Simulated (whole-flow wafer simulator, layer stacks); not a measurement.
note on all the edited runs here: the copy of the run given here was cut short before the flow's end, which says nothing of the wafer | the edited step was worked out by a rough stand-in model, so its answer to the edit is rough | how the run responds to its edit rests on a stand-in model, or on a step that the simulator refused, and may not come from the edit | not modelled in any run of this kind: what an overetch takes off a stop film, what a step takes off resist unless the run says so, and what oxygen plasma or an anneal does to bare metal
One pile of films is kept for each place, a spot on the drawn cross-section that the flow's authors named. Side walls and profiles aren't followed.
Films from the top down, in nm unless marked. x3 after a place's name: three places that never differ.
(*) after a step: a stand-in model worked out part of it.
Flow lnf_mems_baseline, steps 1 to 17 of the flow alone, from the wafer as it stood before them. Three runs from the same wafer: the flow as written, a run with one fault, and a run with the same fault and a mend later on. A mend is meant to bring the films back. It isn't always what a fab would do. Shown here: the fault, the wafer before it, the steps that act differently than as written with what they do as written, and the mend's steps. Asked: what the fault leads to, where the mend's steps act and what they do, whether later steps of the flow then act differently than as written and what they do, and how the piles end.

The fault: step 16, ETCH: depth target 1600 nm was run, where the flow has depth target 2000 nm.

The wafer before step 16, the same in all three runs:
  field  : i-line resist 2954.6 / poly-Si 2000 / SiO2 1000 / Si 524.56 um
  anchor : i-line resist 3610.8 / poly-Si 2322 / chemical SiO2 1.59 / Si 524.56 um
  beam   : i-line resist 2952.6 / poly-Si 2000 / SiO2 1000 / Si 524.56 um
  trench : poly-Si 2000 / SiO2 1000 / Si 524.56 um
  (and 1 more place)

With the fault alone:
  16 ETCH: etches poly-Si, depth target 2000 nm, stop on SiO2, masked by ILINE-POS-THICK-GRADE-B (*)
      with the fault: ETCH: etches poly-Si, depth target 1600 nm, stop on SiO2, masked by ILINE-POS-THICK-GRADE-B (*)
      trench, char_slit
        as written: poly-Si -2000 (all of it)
        with the fault: poly-Si -1600
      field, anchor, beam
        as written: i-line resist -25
        with the fault: i-line resist -20
  Later steps of the flow that act differently than as written:
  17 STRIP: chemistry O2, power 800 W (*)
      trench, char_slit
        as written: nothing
        with the fault: chemical SiO2 +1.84 (new film), poly-Si -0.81
  At the end the piles differ from the flow's by more than 2% or 0.5 nm, whichever is larger, at trench, char_slit.
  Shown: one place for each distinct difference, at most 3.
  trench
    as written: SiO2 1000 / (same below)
    with the fault: chemical SiO2 1.84 / poly-Si 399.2 / SiO2 1000 / (same below)

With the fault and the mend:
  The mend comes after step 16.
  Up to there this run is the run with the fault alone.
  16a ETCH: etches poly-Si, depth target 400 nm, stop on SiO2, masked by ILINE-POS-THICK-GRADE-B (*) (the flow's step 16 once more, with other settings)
      field, anchor, beam
        i-line resist -5
      trench, char_slit
        poly-Si -400 (all of it)
  No later step of the flow acts differently than as written at any place that is followed.
  At the end the piles are the same as the flow's at every place that both follow.
